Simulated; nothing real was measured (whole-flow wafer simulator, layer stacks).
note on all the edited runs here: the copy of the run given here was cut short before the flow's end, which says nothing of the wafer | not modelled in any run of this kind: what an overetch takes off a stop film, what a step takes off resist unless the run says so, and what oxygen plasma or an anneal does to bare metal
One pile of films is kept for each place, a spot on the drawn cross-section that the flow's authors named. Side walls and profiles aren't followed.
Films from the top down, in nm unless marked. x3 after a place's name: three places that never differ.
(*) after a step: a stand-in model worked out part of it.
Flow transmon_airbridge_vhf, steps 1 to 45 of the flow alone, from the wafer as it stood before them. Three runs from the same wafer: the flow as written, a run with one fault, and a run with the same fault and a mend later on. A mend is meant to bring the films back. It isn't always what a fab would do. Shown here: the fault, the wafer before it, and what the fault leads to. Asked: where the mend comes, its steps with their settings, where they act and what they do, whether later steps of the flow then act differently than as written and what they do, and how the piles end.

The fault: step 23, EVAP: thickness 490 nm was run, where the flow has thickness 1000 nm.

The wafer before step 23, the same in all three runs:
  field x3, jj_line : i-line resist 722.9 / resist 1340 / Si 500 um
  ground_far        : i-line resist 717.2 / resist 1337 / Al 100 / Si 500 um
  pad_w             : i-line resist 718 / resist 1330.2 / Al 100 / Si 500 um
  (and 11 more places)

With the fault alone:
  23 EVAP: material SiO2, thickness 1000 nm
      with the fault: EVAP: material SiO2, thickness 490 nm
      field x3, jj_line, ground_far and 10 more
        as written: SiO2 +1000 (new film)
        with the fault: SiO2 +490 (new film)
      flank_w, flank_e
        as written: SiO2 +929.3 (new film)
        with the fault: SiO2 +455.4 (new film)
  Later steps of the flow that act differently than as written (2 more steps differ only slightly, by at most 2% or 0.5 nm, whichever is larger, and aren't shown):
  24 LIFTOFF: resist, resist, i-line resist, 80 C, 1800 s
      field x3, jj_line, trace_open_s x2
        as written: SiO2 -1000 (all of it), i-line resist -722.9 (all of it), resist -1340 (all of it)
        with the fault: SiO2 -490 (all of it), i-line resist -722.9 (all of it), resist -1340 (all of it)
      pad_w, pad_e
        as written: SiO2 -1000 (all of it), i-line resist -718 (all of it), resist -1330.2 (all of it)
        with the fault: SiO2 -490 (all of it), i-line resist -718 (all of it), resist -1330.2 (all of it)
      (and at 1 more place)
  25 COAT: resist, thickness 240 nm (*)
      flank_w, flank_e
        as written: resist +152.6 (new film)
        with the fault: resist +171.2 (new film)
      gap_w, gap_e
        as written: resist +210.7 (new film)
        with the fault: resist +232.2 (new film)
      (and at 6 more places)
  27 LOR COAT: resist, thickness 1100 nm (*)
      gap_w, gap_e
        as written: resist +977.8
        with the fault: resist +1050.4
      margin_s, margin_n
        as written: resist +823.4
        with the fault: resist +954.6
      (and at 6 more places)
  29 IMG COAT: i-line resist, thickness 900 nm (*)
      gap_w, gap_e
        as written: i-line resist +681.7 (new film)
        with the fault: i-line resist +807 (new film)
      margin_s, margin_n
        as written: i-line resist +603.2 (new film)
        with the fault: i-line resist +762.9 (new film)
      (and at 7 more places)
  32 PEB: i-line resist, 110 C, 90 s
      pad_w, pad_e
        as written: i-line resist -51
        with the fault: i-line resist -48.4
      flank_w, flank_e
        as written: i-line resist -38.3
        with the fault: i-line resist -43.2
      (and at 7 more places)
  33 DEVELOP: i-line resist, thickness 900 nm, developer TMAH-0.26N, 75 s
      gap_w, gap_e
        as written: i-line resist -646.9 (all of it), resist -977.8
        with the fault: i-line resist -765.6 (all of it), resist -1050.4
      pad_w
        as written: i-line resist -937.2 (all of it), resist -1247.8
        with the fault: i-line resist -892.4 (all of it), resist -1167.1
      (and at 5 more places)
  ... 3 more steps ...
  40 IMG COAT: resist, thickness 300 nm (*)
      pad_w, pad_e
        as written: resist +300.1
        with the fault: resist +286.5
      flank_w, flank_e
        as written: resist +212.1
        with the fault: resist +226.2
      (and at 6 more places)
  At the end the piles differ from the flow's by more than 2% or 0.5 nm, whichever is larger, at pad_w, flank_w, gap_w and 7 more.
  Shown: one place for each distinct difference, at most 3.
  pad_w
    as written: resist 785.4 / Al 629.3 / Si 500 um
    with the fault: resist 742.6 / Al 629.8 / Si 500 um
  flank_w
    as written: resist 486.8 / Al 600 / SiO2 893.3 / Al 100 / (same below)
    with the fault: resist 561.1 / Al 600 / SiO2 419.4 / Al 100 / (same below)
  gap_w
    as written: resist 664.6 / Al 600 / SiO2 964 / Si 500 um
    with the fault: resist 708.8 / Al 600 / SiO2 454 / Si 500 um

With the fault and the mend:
  The mend comes after step 23.
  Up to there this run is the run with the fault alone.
  23a EVAP: material SiO2, thickness 510 nm (the flow's step 23 once more, with other settings)
      field x3, jj_line, ground_far and 10 more
        SiO2 +510
      flank_w, flank_e
        SiO2 +474.6
  No later step of the flow acts differently than as written, at any place that is followed, by more than 2% or 0.5 nm, whichever is larger.
  At the end the piles differ from the flow's only slightly at the places that both follow, by at most 2% or 0.5 nm, whichever is larger.
